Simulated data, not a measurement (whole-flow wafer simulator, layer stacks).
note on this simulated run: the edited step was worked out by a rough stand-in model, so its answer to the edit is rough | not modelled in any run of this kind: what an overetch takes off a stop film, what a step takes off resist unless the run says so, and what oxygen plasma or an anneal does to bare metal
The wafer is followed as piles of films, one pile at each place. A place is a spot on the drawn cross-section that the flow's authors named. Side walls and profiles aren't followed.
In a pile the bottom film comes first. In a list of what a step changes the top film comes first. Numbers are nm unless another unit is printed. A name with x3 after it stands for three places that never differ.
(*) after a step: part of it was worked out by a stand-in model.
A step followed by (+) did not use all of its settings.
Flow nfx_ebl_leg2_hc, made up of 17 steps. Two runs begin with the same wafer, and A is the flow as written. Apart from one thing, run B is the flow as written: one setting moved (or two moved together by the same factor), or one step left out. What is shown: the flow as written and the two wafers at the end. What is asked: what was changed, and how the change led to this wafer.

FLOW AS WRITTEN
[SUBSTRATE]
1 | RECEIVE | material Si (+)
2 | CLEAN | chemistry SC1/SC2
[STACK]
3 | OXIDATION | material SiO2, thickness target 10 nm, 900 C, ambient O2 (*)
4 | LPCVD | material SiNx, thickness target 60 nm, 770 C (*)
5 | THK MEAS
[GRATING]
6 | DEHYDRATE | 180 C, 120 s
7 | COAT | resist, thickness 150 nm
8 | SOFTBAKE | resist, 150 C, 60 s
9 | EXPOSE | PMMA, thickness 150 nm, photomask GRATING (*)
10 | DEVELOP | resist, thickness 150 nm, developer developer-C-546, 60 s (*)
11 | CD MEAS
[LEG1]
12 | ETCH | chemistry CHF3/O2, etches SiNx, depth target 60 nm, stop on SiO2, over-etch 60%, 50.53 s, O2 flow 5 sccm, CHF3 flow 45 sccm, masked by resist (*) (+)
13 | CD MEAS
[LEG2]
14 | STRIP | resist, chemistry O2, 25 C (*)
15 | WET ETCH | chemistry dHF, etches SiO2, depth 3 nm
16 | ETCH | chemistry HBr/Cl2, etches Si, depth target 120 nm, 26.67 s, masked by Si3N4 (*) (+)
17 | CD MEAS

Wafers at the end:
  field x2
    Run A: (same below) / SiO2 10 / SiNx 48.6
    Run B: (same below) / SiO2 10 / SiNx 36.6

Cause: step 4, LPCVD: thickness target 48 nm was run, though the flow has thickness target 60 nm.

How this came from the change, step by step:
  4 | LPCVD | material SiNx, thickness target 60 nm, 770 C (*)
      field x2, pad x2: A +60 SiNx (new film) | B +48 SiNx (new film)
  12 | ETCH | chemistry CHF3/O2, etches SiNx, depth target 60 nm, stop on SiO2, over-etch 60%, 50.53 s, O2 flow 5 sccm, CHF3 flow 45 sccm, masked by resist (*) (+)
      pad x2: A -60 SiNx (all of it), -10 SiO2 (all of it) | B -48 SiNx (all of it), -10 SiO2 (all of it)
